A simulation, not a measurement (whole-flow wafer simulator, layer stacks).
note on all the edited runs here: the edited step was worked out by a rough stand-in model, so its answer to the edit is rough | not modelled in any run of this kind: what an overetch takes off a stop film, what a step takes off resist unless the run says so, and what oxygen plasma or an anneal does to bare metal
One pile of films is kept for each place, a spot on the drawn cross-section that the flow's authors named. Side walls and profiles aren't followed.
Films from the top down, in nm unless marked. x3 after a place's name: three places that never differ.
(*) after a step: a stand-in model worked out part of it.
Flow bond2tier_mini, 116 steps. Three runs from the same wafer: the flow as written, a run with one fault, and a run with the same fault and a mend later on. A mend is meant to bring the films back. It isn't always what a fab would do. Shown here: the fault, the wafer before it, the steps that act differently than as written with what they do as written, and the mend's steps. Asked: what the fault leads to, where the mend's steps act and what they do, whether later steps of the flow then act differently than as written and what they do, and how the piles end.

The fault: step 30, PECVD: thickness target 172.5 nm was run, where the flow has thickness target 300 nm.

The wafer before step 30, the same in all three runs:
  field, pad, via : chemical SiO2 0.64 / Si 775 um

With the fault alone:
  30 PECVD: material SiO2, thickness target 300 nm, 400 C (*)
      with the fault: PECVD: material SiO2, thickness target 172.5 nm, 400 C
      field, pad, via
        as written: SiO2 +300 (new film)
        with the fault: SiO2 +172.5 (new film)
  No later step of the flow acts differently than as written at any place that is followed.
  At the end the piles differ from the flow's by more than 2% or 0.5 nm, whichever is larger, at field, pad.
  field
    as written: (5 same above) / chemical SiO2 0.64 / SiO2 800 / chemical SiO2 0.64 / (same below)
    with the fault: (5 same above) / chemical SiO2 0.64 / SiO2 672.5 / chemical SiO2 0.64 / (same below)
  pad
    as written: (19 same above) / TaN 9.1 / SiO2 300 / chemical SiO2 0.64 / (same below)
    with the fault: (19 same above) / TaN 9.1 / SiO2 172.5 / chemical SiO2 0.64 / (same below)

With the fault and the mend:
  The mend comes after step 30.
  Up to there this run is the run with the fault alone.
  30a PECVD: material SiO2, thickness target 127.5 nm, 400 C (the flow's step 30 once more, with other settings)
      field, pad, via
        SiO2 +127.5
  No later step of the flow acts differently than as written at any place that is followed.
  At the end the piles are the same as the flow's at every place that both follow.
